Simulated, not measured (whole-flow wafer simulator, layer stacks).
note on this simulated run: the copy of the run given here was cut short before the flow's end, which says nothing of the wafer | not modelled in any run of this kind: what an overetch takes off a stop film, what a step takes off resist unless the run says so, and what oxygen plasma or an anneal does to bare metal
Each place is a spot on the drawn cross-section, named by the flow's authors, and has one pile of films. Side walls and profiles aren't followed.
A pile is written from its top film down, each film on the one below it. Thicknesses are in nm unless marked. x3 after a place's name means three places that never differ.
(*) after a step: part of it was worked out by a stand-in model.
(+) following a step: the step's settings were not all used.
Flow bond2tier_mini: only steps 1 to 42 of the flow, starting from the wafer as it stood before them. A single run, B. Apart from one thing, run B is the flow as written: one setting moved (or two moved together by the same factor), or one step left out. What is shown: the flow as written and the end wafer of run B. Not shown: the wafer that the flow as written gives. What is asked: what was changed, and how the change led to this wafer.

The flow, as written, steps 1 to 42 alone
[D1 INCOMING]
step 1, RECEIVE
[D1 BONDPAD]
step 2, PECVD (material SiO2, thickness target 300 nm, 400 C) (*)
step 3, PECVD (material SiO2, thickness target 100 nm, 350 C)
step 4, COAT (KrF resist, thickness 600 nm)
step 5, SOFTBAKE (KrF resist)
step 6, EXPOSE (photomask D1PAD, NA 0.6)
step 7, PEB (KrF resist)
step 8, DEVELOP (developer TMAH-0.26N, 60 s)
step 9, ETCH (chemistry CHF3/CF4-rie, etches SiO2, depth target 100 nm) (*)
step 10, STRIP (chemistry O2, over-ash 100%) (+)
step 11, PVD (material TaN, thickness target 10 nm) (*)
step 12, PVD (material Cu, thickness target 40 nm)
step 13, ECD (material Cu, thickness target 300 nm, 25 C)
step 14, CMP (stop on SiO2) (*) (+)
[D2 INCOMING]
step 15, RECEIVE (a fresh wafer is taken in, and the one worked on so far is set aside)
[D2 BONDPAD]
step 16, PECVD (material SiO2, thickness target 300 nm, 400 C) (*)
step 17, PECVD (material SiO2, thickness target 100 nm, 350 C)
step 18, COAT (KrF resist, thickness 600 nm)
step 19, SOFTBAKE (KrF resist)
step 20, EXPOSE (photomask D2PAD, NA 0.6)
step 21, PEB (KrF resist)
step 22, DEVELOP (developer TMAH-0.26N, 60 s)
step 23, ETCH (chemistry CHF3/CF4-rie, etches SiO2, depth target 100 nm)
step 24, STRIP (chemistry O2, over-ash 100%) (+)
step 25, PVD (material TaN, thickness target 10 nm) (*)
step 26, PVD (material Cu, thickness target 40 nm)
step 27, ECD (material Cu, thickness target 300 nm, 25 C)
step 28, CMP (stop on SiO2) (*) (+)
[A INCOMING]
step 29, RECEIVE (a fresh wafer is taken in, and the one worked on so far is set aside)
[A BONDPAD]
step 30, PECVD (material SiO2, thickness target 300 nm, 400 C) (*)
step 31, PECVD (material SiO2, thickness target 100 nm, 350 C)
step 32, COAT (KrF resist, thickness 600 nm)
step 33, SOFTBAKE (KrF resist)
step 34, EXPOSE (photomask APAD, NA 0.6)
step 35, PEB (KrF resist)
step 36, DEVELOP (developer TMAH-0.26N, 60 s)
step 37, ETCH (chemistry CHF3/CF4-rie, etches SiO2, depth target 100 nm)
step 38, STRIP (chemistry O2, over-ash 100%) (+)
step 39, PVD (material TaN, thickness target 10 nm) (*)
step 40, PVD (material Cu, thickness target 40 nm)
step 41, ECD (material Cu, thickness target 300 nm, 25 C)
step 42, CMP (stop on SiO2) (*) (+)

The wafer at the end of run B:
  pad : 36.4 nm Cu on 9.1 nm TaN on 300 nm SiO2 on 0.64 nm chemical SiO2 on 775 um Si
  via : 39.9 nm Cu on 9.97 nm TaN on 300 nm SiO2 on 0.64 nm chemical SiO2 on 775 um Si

The reason: step 41, ECD: material Cu, thickness target 300 nm, 25 C, was skipped.

The path from the change to this, step by step:
  step 42, CMP (stop on SiO2) (*) (+)
      pad, via: nothing (as written it would have been: Cu loses 350)
      field: Cu loses 40 (all of it), TaN loses 10 (all of it) (as written it would have been: Cu loses 340 (all of it), TaN loses 10 (all of it))
